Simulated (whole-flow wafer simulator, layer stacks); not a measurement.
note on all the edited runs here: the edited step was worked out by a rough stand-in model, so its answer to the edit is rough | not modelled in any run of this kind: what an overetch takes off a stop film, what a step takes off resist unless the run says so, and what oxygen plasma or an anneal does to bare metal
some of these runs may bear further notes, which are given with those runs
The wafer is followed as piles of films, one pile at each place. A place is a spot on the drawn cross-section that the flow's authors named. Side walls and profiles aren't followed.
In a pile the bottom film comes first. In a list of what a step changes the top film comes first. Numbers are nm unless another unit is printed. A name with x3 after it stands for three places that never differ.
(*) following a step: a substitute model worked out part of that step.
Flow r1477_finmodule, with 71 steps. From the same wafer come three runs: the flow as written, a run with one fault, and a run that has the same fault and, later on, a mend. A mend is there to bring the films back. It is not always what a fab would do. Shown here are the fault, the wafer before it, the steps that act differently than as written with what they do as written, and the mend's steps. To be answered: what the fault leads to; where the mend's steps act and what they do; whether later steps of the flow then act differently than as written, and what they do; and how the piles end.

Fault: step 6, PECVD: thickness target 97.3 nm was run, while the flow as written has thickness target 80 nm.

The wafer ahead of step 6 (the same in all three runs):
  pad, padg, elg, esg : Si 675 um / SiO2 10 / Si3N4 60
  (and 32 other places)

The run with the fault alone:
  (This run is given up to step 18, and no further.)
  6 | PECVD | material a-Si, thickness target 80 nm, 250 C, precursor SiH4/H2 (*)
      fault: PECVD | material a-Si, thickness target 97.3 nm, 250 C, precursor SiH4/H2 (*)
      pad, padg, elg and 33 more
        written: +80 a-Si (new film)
        fault: +97.3 a-Si (new film)
  Steps later in the flow that act otherwise than as written:
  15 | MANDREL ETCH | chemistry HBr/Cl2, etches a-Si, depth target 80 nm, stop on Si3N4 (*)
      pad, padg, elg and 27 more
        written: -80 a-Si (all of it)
        fault: -80 a-Si
  Once step 18 is done, the piles at pad, padg, elg and 33 more depart from the flow's by more than 2% or 0.5 nm, whichever is larger.
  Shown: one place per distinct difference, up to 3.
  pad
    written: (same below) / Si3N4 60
    fault: (same below) / Si3N4 60 / a-Si 17.3
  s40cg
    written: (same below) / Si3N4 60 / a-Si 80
    fault: (same below) / Si3N4 60 / a-Si 97.3

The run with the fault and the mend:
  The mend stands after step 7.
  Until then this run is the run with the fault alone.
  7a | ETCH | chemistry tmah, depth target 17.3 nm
      pad, padg, elg and 33 more
        -17.3 a-Si
  Every later step of the flow that is run acts as written at every place that is followed.
  By the end, the piles equal the flow's at every place that both follow.
